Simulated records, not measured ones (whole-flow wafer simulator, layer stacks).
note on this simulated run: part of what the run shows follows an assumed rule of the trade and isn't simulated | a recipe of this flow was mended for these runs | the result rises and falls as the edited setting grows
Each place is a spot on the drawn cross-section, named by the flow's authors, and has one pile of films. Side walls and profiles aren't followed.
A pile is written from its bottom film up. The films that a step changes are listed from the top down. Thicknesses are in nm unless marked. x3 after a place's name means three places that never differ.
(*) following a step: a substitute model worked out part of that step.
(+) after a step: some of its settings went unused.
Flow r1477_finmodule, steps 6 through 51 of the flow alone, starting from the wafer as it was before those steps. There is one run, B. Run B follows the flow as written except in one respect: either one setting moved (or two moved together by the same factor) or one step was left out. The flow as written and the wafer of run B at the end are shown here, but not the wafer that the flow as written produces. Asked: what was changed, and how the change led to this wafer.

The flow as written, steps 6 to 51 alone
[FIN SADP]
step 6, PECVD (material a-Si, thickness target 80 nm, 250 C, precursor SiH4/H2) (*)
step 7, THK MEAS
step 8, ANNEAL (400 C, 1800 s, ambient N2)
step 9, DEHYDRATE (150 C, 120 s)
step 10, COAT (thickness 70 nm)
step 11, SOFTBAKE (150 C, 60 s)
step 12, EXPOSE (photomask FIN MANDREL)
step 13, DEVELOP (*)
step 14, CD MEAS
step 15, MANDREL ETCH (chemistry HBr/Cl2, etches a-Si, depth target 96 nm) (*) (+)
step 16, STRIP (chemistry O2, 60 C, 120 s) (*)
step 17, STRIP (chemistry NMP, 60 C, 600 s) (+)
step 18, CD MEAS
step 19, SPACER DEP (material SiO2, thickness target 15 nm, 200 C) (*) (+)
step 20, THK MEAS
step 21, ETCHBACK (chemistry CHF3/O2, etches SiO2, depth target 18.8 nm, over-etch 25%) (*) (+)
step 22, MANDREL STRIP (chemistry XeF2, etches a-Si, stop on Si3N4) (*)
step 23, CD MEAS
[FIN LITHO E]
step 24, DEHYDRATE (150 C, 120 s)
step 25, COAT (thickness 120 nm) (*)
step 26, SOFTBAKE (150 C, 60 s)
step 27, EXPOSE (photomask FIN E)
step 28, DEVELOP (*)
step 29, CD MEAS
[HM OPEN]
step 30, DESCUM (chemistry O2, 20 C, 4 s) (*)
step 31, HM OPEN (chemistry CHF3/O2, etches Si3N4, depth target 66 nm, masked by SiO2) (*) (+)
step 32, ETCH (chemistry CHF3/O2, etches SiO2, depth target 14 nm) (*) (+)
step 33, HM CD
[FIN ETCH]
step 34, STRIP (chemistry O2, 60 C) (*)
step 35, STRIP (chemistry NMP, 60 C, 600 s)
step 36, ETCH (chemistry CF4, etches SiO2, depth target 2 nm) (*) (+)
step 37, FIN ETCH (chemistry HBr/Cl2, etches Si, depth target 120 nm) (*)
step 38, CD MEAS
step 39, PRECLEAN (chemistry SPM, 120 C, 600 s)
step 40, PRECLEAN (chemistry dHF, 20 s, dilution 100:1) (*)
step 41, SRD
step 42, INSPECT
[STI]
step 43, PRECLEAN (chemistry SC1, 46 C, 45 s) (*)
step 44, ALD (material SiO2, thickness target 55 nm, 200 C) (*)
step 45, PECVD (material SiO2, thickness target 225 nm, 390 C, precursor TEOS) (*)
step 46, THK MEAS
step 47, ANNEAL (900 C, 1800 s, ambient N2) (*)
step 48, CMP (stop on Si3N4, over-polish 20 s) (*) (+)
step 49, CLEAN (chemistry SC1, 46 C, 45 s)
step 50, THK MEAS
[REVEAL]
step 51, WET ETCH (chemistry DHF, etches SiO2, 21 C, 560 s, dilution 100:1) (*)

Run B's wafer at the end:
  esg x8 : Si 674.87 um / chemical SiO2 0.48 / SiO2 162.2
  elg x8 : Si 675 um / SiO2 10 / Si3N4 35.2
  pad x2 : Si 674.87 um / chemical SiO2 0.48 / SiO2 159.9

The reason: step 21, ETCHBACK: depth target 17.4 nm was run, though the flow has depth target 18.8 nm.

The path from the change to this, step by step:
  step 21, ETCHBACK (chemistry CHF3/O2, etches SiO2, depth target 18.8 nm, over-etch 25%) (*) (+)
      pad x2, elg x8, esg x8, s40sg x2, s45sg x2, s50sg x2: SiO2 loses 15 (all of it), Si3N4 loses 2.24 (in the flow as written it would be: SiO2 loses 15 (all of it), Si3N4 loses 3.62)
  step 31, HM OPEN (chemistry CHF3/O2, etches Si3N4, depth target 66 nm, masked by SiO2) (*) (+)
      pad x2, esg x8, s40sg x2, s45sg x2, s50sg x2: Si3N4 loses 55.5 (all of it), SiO2 loses 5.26 (in the flow as written it would be: Si3N4 loses 54.1 (all of it), SiO2 loses 5.95)
  step 32, ETCH (chemistry CHF3/O2, etches SiO2, depth target 14 nm) (*) (+)
      pad x2, esg x8, s40sg x2, s45sg x2, s50sg x2: SiO2 loses 4.74 (all of it), Si loses 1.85 (in the flow as written it would be: SiO2 loses 4.05 (all of it), Si loses 1.99)
  step 51, WET ETCH (chemistry DHF, etches SiO2, 21 C, 560 s, dilution 100:1) (*)
      elg x8: SiO2 loses 20.9 (all of it), Si3N4 loses 0.48 (in the flow as written it would be: SiO2 loses 22.3 (all of it), Si3N4 loses 0.41)
